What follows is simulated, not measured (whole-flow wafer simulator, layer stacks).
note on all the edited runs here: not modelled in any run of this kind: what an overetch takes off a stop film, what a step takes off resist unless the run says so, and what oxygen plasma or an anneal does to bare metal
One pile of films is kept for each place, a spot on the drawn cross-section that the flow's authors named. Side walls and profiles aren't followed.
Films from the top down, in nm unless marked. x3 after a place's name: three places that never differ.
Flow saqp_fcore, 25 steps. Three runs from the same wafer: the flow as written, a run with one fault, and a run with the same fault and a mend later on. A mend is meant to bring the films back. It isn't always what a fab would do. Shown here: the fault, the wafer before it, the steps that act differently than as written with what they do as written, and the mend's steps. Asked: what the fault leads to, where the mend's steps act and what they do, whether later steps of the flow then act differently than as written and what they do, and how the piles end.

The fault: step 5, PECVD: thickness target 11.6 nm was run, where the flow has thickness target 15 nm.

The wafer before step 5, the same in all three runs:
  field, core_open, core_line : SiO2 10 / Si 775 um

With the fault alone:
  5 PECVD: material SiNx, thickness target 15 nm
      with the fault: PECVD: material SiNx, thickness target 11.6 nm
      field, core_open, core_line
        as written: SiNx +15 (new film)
        with the fault: SiNx +11.6 (new film)
  No later step of the flow acts differently than as written at any place that is followed.
  At the end the piles differ from the flow's by more than 2% or 0.5 nm, whichever is larger, at field, core_open, core_line.
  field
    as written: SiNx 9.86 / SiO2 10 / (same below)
    with the fault: SiNx 6.46 / SiO2 10 / (same below)
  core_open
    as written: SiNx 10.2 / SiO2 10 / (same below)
    with the fault: SiNx 6.78 / SiO2 10 / (same below)
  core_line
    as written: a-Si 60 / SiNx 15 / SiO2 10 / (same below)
    with the fault: a-Si 60 / SiNx 11.6 / SiO2 10 / (same below)

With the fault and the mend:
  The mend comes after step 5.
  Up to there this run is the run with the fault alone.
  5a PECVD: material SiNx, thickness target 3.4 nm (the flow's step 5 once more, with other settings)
      field, core_open, core_line
        SiNx +3.4
  No later step of the flow acts differently than as written at any place that is followed.
  At the end the piles are the same as the flow's at every place that both follow.
